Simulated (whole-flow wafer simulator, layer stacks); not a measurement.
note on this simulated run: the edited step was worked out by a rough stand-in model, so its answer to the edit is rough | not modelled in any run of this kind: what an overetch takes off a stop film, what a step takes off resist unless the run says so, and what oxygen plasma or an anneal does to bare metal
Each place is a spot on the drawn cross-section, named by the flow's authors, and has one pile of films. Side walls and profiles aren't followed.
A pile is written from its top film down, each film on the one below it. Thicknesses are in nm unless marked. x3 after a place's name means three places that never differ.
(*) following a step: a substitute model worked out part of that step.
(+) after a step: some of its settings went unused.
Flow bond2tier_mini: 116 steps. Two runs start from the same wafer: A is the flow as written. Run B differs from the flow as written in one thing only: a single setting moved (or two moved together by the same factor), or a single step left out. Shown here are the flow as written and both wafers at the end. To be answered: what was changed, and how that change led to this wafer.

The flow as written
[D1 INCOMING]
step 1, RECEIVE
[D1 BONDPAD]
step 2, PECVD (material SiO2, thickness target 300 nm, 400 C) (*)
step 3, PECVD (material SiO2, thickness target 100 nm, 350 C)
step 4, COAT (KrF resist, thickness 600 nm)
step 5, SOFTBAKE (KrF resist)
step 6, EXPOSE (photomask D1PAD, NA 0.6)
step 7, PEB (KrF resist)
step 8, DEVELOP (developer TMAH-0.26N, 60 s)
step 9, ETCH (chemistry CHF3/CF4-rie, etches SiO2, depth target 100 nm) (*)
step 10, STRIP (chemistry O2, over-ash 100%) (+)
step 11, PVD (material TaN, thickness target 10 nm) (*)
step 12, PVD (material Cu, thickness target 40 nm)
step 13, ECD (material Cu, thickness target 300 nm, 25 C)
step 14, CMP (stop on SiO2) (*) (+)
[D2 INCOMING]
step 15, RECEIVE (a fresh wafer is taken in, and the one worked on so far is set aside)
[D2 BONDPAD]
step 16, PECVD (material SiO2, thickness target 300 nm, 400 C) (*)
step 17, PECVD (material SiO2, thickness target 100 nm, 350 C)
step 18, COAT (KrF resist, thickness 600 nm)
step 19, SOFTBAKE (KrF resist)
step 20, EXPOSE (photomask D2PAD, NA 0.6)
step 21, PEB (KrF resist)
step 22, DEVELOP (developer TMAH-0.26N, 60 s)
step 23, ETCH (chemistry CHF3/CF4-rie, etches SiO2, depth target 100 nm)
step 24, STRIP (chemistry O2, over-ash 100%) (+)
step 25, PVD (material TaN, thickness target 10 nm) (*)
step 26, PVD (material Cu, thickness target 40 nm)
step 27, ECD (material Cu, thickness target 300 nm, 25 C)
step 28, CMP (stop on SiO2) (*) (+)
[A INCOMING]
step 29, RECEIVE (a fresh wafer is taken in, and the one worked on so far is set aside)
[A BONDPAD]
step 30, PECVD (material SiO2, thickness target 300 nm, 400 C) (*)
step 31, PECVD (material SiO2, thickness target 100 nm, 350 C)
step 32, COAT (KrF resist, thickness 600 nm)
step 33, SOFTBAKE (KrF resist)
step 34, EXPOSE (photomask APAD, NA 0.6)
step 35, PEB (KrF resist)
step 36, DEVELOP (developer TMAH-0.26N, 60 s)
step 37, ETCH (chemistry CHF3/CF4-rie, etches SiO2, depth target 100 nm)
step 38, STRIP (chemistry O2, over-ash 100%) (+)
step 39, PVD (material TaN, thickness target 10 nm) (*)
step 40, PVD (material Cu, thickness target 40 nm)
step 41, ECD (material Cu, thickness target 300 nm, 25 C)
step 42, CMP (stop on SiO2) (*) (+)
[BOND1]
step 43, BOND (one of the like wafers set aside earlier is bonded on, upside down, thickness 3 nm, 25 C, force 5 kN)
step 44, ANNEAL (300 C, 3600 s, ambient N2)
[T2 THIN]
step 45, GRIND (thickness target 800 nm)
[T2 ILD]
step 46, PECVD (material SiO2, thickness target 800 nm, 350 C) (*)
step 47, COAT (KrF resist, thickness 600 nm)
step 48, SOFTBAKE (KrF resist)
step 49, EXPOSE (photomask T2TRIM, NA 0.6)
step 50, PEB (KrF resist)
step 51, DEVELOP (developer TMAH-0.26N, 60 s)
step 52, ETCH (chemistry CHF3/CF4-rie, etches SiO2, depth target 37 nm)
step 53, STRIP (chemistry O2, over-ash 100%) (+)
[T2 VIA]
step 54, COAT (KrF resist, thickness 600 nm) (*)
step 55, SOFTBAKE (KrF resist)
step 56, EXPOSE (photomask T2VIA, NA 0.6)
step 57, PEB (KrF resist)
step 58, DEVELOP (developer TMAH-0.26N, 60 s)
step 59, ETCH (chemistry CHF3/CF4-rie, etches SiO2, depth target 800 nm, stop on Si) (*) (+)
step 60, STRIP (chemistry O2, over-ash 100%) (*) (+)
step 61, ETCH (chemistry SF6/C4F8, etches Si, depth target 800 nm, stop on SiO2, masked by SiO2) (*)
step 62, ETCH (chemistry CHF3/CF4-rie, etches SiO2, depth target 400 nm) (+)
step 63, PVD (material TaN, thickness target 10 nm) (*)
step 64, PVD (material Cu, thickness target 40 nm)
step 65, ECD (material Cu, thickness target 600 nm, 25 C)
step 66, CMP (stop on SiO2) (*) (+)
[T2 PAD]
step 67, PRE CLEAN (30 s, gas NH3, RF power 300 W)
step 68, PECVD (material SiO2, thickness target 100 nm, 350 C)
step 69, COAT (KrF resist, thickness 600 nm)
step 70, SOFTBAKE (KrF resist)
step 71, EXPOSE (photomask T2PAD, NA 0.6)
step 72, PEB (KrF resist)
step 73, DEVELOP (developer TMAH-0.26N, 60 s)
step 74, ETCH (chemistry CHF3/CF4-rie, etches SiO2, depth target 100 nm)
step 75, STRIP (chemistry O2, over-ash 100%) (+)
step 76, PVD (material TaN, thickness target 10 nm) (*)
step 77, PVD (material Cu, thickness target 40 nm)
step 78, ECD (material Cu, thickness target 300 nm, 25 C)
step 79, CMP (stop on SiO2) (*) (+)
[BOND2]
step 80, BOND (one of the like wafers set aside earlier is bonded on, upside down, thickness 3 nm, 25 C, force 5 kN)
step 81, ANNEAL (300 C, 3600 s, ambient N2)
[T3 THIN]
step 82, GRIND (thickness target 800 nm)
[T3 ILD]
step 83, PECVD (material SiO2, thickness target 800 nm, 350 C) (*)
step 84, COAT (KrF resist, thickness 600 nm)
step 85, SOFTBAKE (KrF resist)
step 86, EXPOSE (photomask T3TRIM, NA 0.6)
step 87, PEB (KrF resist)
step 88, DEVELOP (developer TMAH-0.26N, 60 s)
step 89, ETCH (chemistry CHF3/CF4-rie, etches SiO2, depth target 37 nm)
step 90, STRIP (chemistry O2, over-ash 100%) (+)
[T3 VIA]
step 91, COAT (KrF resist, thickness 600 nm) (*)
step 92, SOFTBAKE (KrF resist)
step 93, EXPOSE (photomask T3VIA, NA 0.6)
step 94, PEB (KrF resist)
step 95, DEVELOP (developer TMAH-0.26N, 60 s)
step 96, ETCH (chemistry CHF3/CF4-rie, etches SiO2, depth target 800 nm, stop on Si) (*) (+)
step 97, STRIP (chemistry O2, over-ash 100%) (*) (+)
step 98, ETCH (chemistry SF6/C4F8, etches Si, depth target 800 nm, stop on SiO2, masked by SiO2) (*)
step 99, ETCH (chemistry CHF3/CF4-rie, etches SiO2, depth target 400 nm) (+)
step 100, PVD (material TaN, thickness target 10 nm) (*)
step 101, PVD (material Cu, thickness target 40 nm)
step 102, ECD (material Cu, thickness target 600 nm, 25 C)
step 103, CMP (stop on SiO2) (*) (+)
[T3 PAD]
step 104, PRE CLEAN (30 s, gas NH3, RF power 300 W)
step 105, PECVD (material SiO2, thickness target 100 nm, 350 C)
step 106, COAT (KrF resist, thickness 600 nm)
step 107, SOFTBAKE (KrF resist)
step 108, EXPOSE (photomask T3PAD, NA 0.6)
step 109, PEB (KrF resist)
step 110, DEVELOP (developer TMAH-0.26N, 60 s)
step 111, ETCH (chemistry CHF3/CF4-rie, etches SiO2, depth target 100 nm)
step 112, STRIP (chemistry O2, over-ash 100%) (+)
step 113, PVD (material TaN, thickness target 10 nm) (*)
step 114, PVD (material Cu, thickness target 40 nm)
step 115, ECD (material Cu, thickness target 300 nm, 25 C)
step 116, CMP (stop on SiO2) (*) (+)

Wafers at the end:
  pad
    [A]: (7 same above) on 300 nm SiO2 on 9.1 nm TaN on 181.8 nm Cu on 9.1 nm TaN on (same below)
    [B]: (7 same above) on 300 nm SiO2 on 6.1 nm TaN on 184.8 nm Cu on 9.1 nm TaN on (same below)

Cause: step 25, PVD: thickness target 6.7 nm was run, whereas the flow has thickness target 10 nm.

Step by step, how the change led to this:
  step 25, PVD (material TaN, thickness target 10 nm) (*)
      field: A TaN gains 10 (new film) | B TaN gains 6.7 (new film)
      pad: A TaN gains 9.1 (new film) | B TaN gains 6.1 (new film)
      (also at 1 further place)
  step 28, CMP (stop on SiO2) (*) (+)
      field: A Cu loses 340 (all of it), TaN loses 10 (all of it) | B Cu loses 340 (all of it), TaN loses 6.7 (all of it)
  step 80, BOND (one of the like wafers set aside earlier is bonded on, upside down, thickness 3 nm, 25 C, force 5 kN)
      pad: A Si gains 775 um (new film), chemical SiO2 gains 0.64 (new film), SiO2 gains 300 (new film), TaN gains 9.1 (new film), Cu gains 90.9 | B Si gains 775 um (new film), chemical SiO2 gains 0.64 (new film), SiO2 gains 300 (new film), TaN gains 6.1 (new film), Cu gains 93.9
